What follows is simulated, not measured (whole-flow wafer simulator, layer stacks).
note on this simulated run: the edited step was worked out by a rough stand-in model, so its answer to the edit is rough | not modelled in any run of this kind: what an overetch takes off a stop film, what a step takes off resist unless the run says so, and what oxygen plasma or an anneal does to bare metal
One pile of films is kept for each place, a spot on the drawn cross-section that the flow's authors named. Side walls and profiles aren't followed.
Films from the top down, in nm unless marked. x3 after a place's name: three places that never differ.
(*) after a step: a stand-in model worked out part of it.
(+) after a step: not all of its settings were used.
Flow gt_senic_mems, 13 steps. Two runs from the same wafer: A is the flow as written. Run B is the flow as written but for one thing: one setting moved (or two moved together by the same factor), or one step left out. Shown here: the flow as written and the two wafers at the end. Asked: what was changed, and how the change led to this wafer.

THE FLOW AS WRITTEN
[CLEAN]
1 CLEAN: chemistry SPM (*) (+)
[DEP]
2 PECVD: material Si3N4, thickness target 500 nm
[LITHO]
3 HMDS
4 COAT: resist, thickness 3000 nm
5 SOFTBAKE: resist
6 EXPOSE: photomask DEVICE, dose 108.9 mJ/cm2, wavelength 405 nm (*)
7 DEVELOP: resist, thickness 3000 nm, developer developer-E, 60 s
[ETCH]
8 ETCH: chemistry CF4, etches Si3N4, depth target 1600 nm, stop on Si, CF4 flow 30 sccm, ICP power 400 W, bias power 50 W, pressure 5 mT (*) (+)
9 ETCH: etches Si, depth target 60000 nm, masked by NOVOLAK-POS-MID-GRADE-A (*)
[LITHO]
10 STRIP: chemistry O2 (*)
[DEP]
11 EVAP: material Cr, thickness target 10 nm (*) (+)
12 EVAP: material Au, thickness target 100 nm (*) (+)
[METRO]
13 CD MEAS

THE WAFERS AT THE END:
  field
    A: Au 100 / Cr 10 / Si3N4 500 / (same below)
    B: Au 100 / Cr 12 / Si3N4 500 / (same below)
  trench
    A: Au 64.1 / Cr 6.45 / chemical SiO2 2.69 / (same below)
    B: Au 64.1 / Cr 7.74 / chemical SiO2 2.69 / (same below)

The cause: step 11, EVAP: thickness target 12 nm was run, where the flow has thickness target 10 nm.
It can be read off the wafer: field has Cr 12, and step 11 as written asks for 10 nm.

How the change led to this, step by step:
  11 EVAP: material Cr, thickness target 10 nm (*) (+)
      field: A Cr +10 (new film) | B Cr +12 (new film)
      trench: A Cr +6.45 (new film) | B Cr +7.74 (new film)
